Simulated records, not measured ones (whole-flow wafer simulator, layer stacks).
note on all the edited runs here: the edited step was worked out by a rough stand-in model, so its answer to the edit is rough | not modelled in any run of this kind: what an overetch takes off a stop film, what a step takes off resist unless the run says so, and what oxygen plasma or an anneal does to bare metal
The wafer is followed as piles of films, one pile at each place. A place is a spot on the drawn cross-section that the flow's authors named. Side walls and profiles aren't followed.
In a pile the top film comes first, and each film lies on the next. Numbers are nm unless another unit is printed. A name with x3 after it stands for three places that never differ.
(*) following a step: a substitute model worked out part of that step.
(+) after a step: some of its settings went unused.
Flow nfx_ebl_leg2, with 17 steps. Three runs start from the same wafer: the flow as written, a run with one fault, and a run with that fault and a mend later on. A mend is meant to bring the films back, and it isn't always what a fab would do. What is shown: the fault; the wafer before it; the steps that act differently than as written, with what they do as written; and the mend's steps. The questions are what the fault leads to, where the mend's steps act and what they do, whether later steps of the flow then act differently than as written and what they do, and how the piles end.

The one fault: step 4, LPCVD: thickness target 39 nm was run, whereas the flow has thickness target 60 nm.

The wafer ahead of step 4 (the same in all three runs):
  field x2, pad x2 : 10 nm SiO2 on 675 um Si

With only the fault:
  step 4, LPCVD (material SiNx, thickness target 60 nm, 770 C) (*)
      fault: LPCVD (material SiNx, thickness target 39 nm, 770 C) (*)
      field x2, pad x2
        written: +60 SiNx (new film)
        fault: +39 SiNx (new film)
  Steps further on in the flow that do not act as written:
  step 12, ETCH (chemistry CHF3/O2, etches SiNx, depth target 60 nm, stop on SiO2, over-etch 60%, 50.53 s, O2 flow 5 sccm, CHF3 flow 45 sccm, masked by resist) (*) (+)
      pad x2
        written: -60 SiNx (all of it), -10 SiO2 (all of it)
        fault: -39 SiNx (all of it), -10 SiO2 (all of it)
  By the end, the piles at field x2 depart from the flow's by more than 2% or 0.5 nm, whichever is larger.
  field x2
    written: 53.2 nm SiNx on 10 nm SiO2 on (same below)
    fault: 32.2 nm SiNx on 10 nm SiO2 on (same below)

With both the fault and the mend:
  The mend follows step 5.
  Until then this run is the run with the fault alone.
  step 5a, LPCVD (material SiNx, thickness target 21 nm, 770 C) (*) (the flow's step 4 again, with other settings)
      field x2, pad x2
        +21 SiNx
  Later steps of the flow that are run all act as written at every place that is followed.
  By the end, the piles equal the flow's at every place that both follow.
